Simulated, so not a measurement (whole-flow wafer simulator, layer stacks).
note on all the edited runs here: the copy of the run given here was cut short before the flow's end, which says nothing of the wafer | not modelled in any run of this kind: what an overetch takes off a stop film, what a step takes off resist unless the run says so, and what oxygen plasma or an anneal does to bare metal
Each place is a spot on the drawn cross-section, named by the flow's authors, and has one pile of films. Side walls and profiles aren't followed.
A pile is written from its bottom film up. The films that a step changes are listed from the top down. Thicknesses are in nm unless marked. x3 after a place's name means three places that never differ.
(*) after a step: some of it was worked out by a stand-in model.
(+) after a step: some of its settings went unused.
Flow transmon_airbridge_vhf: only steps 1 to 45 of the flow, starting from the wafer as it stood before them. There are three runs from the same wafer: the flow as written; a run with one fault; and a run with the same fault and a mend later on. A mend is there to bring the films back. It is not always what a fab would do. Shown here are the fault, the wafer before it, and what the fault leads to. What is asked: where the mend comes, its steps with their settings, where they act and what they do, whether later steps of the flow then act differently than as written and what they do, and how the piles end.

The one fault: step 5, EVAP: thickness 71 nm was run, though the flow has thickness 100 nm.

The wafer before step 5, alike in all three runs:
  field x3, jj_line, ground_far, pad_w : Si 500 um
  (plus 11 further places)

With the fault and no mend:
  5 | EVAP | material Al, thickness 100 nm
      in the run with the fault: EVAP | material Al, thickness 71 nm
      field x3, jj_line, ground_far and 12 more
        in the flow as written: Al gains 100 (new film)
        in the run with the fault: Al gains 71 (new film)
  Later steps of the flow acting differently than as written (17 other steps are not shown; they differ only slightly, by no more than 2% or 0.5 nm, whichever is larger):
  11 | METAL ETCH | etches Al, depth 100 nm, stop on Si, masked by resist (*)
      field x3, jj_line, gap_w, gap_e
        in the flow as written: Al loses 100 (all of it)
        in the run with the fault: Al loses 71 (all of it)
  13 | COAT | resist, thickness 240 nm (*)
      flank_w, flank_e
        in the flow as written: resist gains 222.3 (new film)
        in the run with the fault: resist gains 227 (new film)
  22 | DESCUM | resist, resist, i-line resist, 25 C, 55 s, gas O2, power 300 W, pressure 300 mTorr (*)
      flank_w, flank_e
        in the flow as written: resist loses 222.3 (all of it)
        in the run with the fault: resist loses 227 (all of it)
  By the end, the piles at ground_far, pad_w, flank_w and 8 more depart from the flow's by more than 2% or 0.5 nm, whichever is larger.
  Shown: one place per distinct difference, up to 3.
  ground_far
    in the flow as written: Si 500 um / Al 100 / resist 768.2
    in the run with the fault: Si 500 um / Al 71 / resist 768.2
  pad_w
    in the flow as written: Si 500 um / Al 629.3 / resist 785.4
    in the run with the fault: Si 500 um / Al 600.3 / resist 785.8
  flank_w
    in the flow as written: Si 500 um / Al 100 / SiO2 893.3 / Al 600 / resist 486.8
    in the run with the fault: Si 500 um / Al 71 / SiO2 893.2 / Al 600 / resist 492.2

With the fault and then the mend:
  After step 10 comes the mend.
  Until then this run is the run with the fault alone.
  10a | STRIP | i-line resist, 80 C, 600 s (+)
      ground_far, pad_w, flank_w and 8 more
        i-line resist loses 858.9 (all of it)
  10b | EVAP | material Al, thickness 29 nm (the flow's step 5 again, with other settings)
      field x3, jj_line, ground_far and 12 more
        Al gains 29
  10c | COAT | i-line resist, thickness 900 nm (the flow's step 6 again)
      field x3, jj_line, ground_far and 12 more
        i-line resist gains 900 (new film)
  10d | SOFTBAKE | i-line resist, 90 C, 90 s (the flow's step 7 again)
      alters no film at any place that is followed
  10e | EXPOSE | i-line resist, thickness 900 nm, photomask AB CPW, dose 155.4 mJ/cm2, NA 0.45, wavelength 365 nm (*) (the flow's step 8 again)
      alters no film at any place that is followed
  10f | PEB | i-line resist, 110 C, 60 s (the flow's step 9 again)
      field x3, jj_line, ground_far and 12 more
        i-line resist loses 41
  10g | DEVELOP | i-line resist, thickness 900 nm, developer developer-B, 60 s (the flow's step 10 again)
      ground_far, pad_w, flank_w and 8 more
        i-line resist loses 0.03
      field x3, jj_line, gap_w, gap_e
        i-line resist loses 859 (all of it)
  Every later step of the flow that is run acts as written at every place that is followed.
  The piles end the same as the flow's at every place that both follow.
